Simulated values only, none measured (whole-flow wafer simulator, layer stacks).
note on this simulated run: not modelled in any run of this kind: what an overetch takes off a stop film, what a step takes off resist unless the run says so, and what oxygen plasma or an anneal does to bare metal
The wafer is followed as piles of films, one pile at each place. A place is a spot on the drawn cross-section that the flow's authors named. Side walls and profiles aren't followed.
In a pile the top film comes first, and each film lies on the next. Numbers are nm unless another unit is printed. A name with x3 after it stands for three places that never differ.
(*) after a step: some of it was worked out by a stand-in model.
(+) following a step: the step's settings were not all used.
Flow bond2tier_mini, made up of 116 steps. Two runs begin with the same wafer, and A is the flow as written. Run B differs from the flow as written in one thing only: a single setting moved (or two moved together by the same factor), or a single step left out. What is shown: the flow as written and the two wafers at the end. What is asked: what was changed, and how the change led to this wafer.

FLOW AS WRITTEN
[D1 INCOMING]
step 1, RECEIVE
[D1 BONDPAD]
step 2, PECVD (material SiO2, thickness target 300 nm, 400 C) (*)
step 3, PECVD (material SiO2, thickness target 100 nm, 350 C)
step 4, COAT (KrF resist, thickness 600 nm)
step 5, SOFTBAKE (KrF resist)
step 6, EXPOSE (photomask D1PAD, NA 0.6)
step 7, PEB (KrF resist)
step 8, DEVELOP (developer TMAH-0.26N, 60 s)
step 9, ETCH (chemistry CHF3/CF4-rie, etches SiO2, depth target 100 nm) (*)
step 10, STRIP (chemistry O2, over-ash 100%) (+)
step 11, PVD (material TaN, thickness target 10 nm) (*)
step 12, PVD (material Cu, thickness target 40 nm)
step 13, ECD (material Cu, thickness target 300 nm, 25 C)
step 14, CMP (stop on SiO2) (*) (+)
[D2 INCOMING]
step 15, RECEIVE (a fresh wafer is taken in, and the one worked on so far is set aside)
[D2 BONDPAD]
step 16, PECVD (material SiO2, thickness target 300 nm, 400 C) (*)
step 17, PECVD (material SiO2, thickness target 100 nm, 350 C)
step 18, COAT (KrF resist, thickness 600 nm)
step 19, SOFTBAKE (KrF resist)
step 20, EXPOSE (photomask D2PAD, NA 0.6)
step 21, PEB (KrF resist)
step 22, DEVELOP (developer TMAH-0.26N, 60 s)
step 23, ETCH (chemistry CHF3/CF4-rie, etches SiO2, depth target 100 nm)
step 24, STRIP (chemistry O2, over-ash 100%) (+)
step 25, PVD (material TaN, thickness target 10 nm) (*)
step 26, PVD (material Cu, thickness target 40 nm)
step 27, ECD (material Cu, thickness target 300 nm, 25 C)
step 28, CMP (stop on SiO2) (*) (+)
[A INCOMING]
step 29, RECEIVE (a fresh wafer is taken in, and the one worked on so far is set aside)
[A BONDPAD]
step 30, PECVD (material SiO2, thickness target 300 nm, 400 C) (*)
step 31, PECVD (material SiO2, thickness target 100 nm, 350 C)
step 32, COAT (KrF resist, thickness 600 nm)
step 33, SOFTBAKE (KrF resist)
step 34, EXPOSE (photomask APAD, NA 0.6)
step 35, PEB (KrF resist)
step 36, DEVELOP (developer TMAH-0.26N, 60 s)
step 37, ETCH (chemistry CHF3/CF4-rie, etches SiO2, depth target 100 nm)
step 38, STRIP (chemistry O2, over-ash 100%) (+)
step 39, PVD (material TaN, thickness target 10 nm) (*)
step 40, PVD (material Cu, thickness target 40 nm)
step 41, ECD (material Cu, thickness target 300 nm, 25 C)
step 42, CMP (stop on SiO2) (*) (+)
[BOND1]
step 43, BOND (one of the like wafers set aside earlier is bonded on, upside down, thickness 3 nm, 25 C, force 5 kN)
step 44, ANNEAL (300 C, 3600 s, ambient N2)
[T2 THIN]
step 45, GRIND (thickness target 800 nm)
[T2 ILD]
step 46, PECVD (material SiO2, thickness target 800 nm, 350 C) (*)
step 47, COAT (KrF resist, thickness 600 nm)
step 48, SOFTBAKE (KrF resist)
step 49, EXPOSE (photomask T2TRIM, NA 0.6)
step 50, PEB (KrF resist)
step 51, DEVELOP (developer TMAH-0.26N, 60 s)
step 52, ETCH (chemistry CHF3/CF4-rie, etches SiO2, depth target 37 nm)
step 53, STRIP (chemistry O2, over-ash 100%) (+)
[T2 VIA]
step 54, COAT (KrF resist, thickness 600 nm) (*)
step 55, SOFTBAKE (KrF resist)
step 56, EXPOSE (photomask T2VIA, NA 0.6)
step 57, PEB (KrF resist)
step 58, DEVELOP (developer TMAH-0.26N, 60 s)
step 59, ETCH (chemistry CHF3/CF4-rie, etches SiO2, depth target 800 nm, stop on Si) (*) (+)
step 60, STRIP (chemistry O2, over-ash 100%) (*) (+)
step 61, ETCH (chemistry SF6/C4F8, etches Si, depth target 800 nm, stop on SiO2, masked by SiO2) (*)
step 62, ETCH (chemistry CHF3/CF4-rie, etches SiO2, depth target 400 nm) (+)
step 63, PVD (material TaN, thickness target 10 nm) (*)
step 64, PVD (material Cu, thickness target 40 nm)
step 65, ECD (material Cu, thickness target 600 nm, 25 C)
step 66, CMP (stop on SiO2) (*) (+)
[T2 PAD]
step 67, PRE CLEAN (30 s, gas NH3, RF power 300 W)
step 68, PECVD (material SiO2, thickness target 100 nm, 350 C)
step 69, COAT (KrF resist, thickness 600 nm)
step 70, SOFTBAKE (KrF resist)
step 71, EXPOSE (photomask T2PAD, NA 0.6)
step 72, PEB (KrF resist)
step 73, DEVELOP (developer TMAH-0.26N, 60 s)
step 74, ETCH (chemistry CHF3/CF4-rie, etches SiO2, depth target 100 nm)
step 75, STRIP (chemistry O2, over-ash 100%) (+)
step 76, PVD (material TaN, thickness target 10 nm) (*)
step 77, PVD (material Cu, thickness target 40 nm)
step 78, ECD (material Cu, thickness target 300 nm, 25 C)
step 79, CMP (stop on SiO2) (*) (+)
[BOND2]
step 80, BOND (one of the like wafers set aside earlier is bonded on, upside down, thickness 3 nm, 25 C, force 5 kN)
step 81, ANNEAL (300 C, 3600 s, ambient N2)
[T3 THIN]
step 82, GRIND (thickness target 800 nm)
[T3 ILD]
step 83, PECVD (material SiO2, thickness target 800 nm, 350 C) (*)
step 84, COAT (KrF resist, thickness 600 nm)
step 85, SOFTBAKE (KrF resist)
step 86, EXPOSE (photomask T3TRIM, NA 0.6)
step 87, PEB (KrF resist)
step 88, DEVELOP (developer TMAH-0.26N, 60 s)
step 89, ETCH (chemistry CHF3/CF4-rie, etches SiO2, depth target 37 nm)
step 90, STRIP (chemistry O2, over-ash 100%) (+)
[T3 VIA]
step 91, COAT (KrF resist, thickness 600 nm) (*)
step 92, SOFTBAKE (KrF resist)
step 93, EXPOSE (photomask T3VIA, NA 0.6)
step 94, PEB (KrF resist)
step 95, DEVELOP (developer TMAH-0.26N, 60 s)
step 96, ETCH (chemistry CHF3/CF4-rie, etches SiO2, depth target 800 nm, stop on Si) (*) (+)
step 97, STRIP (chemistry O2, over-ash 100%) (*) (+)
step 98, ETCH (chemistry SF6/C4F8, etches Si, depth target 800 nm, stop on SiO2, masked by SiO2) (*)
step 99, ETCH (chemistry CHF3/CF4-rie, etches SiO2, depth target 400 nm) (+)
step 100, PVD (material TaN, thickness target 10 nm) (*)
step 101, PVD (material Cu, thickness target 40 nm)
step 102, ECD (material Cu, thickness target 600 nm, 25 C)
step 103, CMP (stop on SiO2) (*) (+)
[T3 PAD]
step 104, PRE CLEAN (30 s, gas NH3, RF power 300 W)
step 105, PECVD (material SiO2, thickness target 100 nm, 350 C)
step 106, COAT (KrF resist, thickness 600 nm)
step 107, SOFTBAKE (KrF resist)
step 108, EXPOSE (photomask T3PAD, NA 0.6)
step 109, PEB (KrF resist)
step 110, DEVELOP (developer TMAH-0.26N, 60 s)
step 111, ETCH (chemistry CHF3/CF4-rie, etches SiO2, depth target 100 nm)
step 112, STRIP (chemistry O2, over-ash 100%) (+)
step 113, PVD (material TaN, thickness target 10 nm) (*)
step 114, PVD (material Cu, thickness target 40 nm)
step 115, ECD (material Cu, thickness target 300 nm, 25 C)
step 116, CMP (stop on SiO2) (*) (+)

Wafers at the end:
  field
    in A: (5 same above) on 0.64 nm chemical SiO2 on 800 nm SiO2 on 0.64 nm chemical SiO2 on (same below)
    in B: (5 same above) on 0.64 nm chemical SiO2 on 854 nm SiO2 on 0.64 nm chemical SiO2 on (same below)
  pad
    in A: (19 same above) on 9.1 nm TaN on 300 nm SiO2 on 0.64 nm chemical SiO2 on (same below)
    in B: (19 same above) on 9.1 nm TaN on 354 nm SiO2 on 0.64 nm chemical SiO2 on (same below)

What caused this: step 31, PECVD: thickness target 154 nm was run, whereas the flow has thickness target 100 nm.

The path from the change to this, step by step:
  step 31, PECVD (material SiO2, thickness target 100 nm, 350 C)
      field, pad, via: A +100 SiO2 | B +154 SiO2
